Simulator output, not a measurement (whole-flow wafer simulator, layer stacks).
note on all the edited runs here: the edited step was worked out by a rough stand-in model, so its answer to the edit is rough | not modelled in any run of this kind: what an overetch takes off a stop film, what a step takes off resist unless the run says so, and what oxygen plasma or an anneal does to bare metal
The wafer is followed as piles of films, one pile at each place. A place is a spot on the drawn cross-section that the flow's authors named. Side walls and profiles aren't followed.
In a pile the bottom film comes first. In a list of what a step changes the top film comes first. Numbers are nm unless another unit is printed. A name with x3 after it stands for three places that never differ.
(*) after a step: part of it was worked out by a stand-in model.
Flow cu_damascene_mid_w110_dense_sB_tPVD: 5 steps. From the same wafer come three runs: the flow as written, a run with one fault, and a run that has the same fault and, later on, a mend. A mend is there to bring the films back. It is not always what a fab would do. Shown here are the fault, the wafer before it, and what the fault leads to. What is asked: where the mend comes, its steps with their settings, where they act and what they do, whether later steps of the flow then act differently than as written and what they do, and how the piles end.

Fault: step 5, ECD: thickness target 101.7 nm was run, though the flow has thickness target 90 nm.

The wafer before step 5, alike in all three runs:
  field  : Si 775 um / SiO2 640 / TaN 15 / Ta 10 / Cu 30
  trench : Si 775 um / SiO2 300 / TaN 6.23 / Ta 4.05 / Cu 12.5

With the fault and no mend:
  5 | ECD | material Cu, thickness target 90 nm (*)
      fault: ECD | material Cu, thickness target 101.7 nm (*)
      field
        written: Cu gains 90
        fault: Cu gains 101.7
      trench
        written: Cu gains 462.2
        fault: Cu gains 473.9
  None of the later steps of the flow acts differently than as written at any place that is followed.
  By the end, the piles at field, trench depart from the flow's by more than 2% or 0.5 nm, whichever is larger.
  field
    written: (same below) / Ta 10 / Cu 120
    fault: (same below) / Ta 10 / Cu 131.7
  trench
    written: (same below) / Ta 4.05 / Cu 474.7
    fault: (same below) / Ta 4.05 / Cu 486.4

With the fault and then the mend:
  After step 5 comes the mend.
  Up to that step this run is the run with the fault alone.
  5a | ETCH | chemistry cu recess dil, depth target 11.7 nm
      field, trench
        Cu loses 11.7
  None of the later steps of the flow acts differently than as written at any place that is followed.
  The piles end the same as the flow's at every place that both follow.
